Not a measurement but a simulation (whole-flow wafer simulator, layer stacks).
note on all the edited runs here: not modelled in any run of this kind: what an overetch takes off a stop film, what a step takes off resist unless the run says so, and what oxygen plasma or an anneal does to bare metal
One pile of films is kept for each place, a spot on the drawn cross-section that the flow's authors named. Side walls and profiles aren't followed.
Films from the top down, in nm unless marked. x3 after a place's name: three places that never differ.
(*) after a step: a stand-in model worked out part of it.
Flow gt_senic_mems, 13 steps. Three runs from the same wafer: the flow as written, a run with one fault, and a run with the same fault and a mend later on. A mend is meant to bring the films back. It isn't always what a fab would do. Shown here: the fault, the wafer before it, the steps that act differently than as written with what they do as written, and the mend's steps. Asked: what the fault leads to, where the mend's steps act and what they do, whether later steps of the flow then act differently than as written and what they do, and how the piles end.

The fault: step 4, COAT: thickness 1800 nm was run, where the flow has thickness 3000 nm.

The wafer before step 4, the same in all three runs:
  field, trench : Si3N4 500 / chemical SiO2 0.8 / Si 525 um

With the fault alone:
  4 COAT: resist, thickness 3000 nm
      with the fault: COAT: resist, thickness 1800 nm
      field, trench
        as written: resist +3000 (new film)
        with the fault: resist +1800 (new film)
  Later steps of the flow that act differently than as written:
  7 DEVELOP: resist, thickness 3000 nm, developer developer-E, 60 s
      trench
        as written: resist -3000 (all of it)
        with the fault: resist -1800 (all of it)
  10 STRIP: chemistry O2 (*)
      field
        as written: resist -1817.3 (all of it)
        with the fault: resist -617.3 (all of it)
  At the end the piles differ from the flow's only slightly at the places that both follow, by at most 2% or 0.5 nm, whichever is larger.

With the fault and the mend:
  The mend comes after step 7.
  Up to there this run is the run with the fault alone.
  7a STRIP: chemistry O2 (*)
      field
        resist -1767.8 (all of it)
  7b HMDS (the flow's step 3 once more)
      changes no film at any place that is followed
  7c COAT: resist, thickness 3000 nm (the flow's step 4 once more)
      field, trench
        resist +3000 (new film)
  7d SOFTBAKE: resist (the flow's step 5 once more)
      changes no film at any place that is followed
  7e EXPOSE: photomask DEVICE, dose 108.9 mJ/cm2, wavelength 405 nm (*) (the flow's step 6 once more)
      changes no film at any place that is followed
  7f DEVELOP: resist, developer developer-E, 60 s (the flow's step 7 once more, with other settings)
      field
        resist -32.2
      trench
        resist -3000 (all of it)
  No later step of the flow acts differently than as written at any place that is followed.
  At the end the piles are the same as the flow's at every place that both follow.
